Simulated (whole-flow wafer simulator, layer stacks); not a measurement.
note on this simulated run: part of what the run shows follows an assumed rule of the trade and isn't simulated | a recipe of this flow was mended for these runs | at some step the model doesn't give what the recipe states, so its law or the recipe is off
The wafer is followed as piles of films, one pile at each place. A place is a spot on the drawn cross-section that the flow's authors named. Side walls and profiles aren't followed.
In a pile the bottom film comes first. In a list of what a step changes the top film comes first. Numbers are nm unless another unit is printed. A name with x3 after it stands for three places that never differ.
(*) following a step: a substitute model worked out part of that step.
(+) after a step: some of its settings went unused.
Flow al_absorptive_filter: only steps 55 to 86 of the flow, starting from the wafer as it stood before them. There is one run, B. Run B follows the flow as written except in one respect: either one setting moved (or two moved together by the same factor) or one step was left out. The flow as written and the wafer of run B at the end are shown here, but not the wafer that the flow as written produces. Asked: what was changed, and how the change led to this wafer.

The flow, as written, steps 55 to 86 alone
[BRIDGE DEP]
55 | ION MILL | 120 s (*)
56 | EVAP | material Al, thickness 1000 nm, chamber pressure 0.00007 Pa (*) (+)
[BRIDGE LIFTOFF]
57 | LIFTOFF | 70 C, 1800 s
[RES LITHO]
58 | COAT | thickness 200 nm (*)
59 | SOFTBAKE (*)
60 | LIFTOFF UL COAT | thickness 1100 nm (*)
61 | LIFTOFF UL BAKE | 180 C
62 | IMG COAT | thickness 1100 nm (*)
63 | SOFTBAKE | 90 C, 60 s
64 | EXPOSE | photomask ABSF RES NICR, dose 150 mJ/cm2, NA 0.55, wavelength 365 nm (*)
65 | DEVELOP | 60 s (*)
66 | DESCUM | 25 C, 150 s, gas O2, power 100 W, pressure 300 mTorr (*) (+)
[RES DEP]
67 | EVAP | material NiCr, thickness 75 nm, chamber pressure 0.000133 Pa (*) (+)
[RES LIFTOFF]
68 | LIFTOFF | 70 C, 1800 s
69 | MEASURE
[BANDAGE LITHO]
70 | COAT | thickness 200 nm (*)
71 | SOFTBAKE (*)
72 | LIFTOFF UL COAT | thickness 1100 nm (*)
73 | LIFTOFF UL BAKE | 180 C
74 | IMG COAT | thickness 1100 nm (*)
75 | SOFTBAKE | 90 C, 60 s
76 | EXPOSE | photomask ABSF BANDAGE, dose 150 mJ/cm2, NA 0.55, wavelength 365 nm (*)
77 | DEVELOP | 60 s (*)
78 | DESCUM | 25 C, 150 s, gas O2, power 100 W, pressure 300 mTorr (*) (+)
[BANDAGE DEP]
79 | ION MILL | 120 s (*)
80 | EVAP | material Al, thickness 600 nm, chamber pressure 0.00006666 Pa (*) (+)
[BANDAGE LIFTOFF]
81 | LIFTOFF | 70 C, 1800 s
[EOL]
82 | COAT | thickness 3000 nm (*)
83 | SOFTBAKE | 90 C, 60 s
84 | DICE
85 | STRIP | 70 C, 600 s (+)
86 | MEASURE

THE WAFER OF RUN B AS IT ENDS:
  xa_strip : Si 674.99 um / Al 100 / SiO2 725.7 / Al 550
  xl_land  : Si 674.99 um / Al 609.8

Cause: step 56, EVAP: thickness 550 nm was run, though the flow has thickness 1000 nm.
One can read it off the wafer: xa_strip has Al 550, and step 56 as written asks for 1000 nm.

Step by step, how the change led to this:
  56 | EVAP | material Al, thickness 1000 nm, chamber pressure 0.00007 Pa (*) (+)
      gnd, pad_far, pad_near and 10 more: Al gains 550 (new film) (in the flow as written it would be: Al gains 1000 (new film))
      xl_land: Al gains 550 (in the flow as written it would be: Al gains 1000)
  57 | LIFTOFF | 70 C, 1800 s
      gnd, xa_field, idc_field: Al loses 550 (all of it), i-line-resist loses 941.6 (all of it), lift-off-underlayer loses 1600 (all of it), acrylic-e-beam-resist loses 200 (all of it) (in the flow as written it would be: Al loses 1000 (all of it), i-line-resist loses 941.6 (all of it), lift-off-underlayer loses 1600 (all of it), acrylic-e-beam-resist loses 200 (all of it))
      pad_far: Al loses 550 (all of it), i-line-resist loses 940.5 (all of it), lift-off-underlayer loses 1591.1 (all of it), acrylic-e-beam-resist loses 198.5 (all of it) (in the flow as written it would be: Al loses 1000 (all of it), i-line-resist loses 940.5 (all of it), lift-off-underlayer loses 1591.1 (all of it), acrylic-e-beam-resist loses 198.5 (all of it))
      (also at 6 further places)
  58 | COAT | thickness 200 nm (*)
      xa_margin: acrylic-e-beam-resist gains 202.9 (new film) (in the flow as written it would be: acrylic-e-beam-resist gains 288.1 (new film))
      xa_strip: acrylic-e-beam-resist gains 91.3 (new film) (in the flow as written it would be: acrylic-e-beam-resist gains 66.9 (new film))
      (also at 2 further places)
  60 | LIFTOFF UL COAT | thickness 1100 nm (*)
      xa_margin: lift-off-underlayer gains 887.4 (new film) (in the flow as written it would be: lift-off-underlayer gains 1021 (new film))
      xa_strip: lift-off-underlayer gains 589.2 (new film) (in the flow as written it would be: lift-off-underlayer gains 459.8 (new film))
      (also at 1 further place)
  62 | IMG COAT | thickness 1100 nm (*)
      xa_margin: i-line-resist gains 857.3 (new film) (in the flow as written it would be: i-line-resist gains 741.1 (new film))
      xa_strip: i-line-resist gains 750.2 (new film) (in the flow as written it would be: i-line-resist gains 577.9 (new film))
  63 | SOFTBAKE | 90 C, 60 s
      xa_margin: i-line-resist loses 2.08 (in the flow as written it would be: i-line-resist loses 3.13)
  68 | LIFTOFF | 70 C, 1800 s
      xa_margin: NiCr loses 75 (all of it), i-line-resist loses 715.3 (all of it), lift-off-underlayer loses 887.4 (all of it), acrylic-e-beam-resist loses 202.9 (all of it) (in the flow as written it would be: NiCr loses 75 (all of it), i-line-resist loses 598.1 (all of it), lift-off-underlayer loses 1021 (all of it), acrylic-e-beam-resist loses 288.1 (all of it))
      xa_strip: NiCr loses 75 (all of it), i-line-resist loses 606 (all of it), lift-off-underlayer loses 589.2 (all of it), acrylic-e-beam-resist loses 91.3 (all of it) (in the flow as written it would be: NiCr loses 75 (all of it), i-line-resist loses 433.3 (all of it), lift-off-underlayer loses 459.8 (all of it), acrylic-e-beam-resist loses 66.9 (all of it))
      (also at 2 further places)
  70 | COAT | thickness 200 nm (*)
      xa_margin: acrylic-e-beam-resist gains 202.9 (new film) (in the flow as written it would be: acrylic-e-beam-resist gains 288.1 (new film))
      xa_strip: acrylic-e-beam-resist gains 91.3 (new film) (in the flow as written it would be: acrylic-e-beam-resist gains 66.9 (new film))
      (also at 1 further place)
  72 | LIFTOFF UL COAT | thickness 1100 nm (*)
      xa_margin: lift-off-underlayer gains 887.4 (new film) (in the flow as written it would be: lift-off-underlayer gains 1021 (new film))
      xa_strip: lift-off-underlayer gains 589.2 (new film) (in the flow as written it would be: lift-off-underlayer gains 459.8 (new film))
  74 | IMG COAT | thickness 1100 nm (*)
      xa_margin: i-line-resist gains 857.3 (new film) (in the flow as written it would be: i-line-resist gains 741.1 (new film))
      xa_strip: i-line-resist gains 750.2 (new film) (in the flow as written it would be: i-line-resist gains 577.9 (new film))
  75 | SOFTBAKE | 90 C, 60 s
      xa_margin: i-line-resist loses 2.08 (in the flow as written it would be: i-line-resist loses 3.13)
  81 | LIFTOFF | 70 C, 1800 s
      xa_margin: Al loses 600 (all of it), i-line-resist loses 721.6 (all of it), lift-off-underlayer loses 887.4 (all of it), acrylic-e-beam-resist loses 202.9 (all of it) (in the flow as written it would be: Al loses 600 (all of it), i-line-resist loses 604.4 (all of it), lift-off-underlayer loses 1021 (all of it), acrylic-e-beam-resist loses 288.1 (all of it))
      xa_strip: Al loses 600 (all of it), i-line-resist loses 612.3 (all of it), lift-off-underlayer loses 589.2 (all of it), acrylic-e-beam-resist loses 91.3 (all of it) (in the flow as written it would be: Al loses 600 (all of it), i-line-resist loses 439.6 (all of it), lift-off-underlayer loses 459.8 (all of it), acrylic-e-beam-resist loses 66.9 (all of it))
      (also at 1 further place)
  82 | COAT | thickness 3000 nm (*)
      xa_margin: i-line-resist gains 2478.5 (new film) (in the flow as written it would be: i-line-resist gains 2563.4 (new film))
      xa_strip: i-line-resist gains 1948.7 (new film) (in the flow as written it would be: i-line-resist gains 1594.3 (new film))
  83 | SOFTBAKE | 90 C, 60 s
      xa_margin: i-line-resist loses 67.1 (in the flow as written it would be: i-line-resist loses 94.2)
      xa_strip: i-line-resist loses 83.3 (in the flow as written it would be: i-line-resist loses 117.3)
      (also at 1 further place)
  85 | STRIP | 70 C, 600 s (+)
      xa_margin: i-line-resist loses 2411.4 (all of it) (in the flow as written it would be: i-line-resist loses 2469.3 (all of it))
      xa_strip: i-line-resist loses 1865.4 (all of it) (in the flow as written it would be: i-line-resist loses 1477 (all of it))
